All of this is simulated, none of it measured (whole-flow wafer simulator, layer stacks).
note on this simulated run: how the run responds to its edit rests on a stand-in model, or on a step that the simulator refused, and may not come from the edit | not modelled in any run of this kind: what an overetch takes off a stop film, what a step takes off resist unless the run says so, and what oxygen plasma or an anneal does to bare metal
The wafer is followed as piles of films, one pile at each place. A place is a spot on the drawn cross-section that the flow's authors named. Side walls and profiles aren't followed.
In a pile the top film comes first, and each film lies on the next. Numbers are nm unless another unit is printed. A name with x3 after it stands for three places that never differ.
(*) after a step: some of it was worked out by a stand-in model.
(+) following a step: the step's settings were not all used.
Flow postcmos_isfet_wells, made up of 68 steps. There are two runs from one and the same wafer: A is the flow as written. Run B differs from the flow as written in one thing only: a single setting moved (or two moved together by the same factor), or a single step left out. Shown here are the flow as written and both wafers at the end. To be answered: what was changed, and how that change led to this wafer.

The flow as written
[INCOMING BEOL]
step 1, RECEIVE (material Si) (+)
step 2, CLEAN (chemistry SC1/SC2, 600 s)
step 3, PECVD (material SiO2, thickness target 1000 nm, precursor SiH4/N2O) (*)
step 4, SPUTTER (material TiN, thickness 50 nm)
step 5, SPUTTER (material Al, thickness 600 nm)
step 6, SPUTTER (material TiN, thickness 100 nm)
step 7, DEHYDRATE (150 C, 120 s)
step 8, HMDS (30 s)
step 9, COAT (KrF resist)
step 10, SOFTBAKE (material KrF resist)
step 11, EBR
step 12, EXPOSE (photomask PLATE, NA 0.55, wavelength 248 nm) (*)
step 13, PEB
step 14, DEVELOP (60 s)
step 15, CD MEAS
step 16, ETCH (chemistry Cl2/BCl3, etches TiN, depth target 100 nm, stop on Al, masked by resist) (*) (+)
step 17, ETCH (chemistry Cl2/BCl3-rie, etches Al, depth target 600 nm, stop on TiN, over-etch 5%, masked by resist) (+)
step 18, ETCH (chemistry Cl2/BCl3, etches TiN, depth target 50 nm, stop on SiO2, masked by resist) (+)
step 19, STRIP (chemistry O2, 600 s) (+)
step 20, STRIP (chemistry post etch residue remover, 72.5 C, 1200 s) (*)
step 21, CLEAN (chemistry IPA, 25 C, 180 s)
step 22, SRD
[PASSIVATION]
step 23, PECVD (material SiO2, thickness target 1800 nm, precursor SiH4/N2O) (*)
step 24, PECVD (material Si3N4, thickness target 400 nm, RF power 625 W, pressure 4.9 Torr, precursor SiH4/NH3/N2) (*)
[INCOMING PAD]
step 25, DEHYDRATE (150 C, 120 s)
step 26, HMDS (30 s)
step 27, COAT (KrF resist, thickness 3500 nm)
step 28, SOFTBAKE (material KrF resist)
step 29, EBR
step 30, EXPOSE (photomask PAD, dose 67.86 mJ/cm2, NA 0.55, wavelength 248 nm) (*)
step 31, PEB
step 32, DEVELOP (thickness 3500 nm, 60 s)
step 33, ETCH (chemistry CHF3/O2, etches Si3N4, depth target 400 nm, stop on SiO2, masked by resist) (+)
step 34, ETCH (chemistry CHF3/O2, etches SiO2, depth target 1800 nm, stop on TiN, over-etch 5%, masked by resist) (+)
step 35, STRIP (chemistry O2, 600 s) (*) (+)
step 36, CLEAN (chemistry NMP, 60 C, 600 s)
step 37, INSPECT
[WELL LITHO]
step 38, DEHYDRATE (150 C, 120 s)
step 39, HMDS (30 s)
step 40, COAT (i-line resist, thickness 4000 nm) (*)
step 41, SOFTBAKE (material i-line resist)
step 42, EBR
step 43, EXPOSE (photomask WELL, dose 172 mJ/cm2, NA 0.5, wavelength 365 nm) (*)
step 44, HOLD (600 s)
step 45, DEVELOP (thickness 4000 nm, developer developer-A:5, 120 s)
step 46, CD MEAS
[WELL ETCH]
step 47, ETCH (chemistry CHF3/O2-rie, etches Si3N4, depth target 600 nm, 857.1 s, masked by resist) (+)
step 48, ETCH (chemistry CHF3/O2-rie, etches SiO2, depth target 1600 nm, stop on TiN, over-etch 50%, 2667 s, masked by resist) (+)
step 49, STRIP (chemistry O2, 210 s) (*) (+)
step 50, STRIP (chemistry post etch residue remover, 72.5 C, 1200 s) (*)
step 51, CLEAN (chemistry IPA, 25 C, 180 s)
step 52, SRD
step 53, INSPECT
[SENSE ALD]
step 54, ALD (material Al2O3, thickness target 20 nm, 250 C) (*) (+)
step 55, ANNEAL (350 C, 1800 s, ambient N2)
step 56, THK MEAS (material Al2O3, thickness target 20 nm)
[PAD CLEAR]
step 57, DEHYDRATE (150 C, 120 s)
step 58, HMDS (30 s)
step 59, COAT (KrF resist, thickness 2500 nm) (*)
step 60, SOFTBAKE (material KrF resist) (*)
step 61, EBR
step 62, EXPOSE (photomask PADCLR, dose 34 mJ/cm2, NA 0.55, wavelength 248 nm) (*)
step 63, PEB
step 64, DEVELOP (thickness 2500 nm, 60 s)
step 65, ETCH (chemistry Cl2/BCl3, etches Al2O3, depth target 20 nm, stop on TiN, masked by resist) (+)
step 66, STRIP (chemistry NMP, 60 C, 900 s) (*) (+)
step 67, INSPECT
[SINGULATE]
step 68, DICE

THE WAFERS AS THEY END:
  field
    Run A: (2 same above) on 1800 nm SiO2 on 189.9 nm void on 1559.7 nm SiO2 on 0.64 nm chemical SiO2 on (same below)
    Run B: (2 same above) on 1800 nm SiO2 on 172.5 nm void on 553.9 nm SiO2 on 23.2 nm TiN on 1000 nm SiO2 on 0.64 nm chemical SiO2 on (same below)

The reason: step 17, ETCH: depth target 543.7 nm was run, though the flow has depth target 600 nm.

How this came from the change, step by step:
  step 17, ETCH (chemistry Cl2/BCl3-rie, etches Al, depth target 600 nm, stop on TiN, over-etch 5%, masked by resist) (+)
      field: A Al loses 600 (all of it) | B Al loses 543.7
      margin, well900, well1300, well2000, well3000, pad_rim, pad_clr, pad_open: A KrF resist loses 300 | B KrF resist loses 271.9
  step 18, ETCH (chemistry Cl2/BCl3, etches TiN, depth target 50 nm, stop on SiO2, masked by resist) (+)
      field: A TiN loses 50 (all of it) | B Al loses 56.3 (all of it), TiN loses 26.4
  step 19, STRIP (chemistry O2, 600 s) (+)
      margin, well900, well1300, well2000, well3000, pad_rim, pad_clr, pad_open: A KrF resist loses 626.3 (all of it) | B KrF resist loses 654.4 (all of it)
  step 23, PECVD (material SiO2, thickness target 1800 nm, precursor SiH4/N2O) (*)
      field: A SiO2 gains 1800 (new film), void gains 189.9 (new film), SiO2 gains 559.7 | B SiO2 gains 1800 (new film), void gains 172.5 (new film), SiO2 gains 553.9 (new film)
Taking metal films that touch as one body, field has 1 body; the flow as written gives 0 bodies.
